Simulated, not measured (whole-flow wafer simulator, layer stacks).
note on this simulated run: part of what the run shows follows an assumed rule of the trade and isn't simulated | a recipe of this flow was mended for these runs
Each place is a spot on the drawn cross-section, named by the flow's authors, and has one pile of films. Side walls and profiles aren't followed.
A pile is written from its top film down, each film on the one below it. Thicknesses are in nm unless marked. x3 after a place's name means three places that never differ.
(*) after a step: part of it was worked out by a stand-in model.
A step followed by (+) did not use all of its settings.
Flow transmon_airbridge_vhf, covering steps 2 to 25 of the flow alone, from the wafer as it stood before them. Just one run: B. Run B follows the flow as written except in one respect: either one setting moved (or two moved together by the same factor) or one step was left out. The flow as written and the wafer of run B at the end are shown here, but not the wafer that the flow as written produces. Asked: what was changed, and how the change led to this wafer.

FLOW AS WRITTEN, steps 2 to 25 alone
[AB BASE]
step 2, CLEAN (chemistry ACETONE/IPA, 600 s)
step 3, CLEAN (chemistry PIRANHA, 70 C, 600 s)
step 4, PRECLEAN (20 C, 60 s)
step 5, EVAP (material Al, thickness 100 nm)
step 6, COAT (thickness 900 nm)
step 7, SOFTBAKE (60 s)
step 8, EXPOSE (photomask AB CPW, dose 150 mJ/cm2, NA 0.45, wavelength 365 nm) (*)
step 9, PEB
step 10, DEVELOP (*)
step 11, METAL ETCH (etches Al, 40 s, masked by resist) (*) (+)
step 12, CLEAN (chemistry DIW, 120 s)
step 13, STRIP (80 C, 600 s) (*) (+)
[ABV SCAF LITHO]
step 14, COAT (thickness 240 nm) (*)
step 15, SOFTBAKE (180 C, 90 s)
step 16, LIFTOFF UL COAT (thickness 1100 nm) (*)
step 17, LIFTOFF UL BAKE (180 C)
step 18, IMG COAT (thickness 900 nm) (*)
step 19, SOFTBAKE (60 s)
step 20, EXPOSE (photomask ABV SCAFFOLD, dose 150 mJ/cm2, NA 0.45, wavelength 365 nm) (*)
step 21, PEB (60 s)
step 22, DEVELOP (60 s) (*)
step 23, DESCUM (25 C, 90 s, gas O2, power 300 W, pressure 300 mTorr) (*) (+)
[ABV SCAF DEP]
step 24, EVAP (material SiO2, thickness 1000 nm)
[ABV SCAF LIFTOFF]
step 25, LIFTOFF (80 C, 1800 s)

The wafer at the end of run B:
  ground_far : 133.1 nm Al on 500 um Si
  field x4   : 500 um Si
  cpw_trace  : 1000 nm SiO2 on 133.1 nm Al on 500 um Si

What caused this: step 5, EVAP: thickness 133.1 nm was run, whereas the flow has thickness 100 nm.
One can read it off the wafer: ground_far has Al 133.1, and step 5 as written asks for 100 nm.

How this came from the change, step by step:
  step 5, EVAP (material Al, thickness 100 nm)
      field x4, ground_far, pad_w x2, flank_w x2, gap_w x2, cpw_trace, trace_open_s x2, margin_s x3: Al gains 133.1 (new film) (in the flow as written it would be: Al gains 100 (new film))
  step 11, METAL ETCH (etches Al, 40 s, masked by resist) (*) (+)
      field x4, gap_w x2: Al loses 119.8 (all of it), Si loses 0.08 (in the flow as written it would be: Al loses 86.7 (all of it), Si loses 11.1)
